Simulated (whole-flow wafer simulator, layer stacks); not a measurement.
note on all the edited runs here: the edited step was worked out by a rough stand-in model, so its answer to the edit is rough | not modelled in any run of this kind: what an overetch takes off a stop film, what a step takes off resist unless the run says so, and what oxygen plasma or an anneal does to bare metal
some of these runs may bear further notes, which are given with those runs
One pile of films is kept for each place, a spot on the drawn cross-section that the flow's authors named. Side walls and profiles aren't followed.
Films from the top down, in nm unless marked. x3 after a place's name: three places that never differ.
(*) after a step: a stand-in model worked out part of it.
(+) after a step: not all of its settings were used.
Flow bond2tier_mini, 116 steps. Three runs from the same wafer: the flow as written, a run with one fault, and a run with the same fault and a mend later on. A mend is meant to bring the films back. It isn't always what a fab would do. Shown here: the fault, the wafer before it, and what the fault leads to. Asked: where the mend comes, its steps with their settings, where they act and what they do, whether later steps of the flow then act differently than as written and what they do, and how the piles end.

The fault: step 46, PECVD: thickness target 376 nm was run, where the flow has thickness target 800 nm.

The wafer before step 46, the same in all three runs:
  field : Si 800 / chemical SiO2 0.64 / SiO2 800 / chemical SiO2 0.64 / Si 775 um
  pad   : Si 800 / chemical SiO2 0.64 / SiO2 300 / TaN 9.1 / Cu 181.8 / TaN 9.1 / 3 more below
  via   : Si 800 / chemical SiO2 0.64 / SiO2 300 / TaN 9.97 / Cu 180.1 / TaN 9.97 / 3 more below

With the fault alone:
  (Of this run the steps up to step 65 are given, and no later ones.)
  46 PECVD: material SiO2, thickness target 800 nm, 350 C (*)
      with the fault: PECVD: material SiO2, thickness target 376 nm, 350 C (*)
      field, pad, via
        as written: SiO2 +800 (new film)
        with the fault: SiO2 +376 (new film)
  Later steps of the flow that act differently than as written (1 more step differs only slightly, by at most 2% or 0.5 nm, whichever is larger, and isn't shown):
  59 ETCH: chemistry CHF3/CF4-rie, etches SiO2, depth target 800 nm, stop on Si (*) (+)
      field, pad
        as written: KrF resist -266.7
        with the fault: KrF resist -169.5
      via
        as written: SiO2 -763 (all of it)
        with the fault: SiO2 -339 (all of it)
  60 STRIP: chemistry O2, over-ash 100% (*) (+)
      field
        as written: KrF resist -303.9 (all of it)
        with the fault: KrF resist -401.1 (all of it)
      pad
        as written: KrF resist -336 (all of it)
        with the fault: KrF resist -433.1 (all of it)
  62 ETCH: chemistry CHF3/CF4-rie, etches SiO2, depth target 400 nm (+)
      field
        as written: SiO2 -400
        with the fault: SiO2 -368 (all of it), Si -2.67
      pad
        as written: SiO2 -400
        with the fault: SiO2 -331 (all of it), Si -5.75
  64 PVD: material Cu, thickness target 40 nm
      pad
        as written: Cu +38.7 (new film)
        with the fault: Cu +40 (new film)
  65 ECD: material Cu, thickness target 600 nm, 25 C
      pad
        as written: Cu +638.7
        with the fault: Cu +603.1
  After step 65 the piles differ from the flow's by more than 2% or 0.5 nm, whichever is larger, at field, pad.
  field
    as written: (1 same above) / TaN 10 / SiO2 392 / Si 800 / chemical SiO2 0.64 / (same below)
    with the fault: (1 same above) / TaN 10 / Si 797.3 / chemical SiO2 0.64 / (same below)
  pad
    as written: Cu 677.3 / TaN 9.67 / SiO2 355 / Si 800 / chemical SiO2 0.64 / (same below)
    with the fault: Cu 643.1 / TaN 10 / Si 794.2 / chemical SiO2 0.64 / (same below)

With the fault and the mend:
  The mend comes after step 51.
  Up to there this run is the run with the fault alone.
  51a STRIP: chemistry O2, over-ash 100% (+)
      field
        KrF resist -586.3 (all of it)
  51b PECVD: material SiO2, thickness target 424 nm, 350 C (*) (the flow's step 46 once more, with other settings)
      field, pad, via
        SiO2 +424
  51c COAT: KrF resist, thickness 600 nm (the flow's step 47 once more)
      field, pad, via
        KrF resist +600 (new film)
  51d SOFTBAKE: KrF resist (the flow's step 48 once more)
      changes no film at any place that is followed
  51e EXPOSE: photomask T2TRIM, NA 0.6 (the flow's step 49 once more)
      changes no film at any place that is followed
  51f PEB: KrF resist (the flow's step 50 once more)
      changes no film at any place that is followed
  51g DEVELOP: developer TMAH-0.26N, 60 s (the flow's step 51 once more)
      pad, via
        KrF resist -600 (all of it)
      field
        KrF resist -13.7
  No later step of the flow acts differently than as written at any place that is followed.
  At the end the piles are the same as the flow's at every place that both follow.
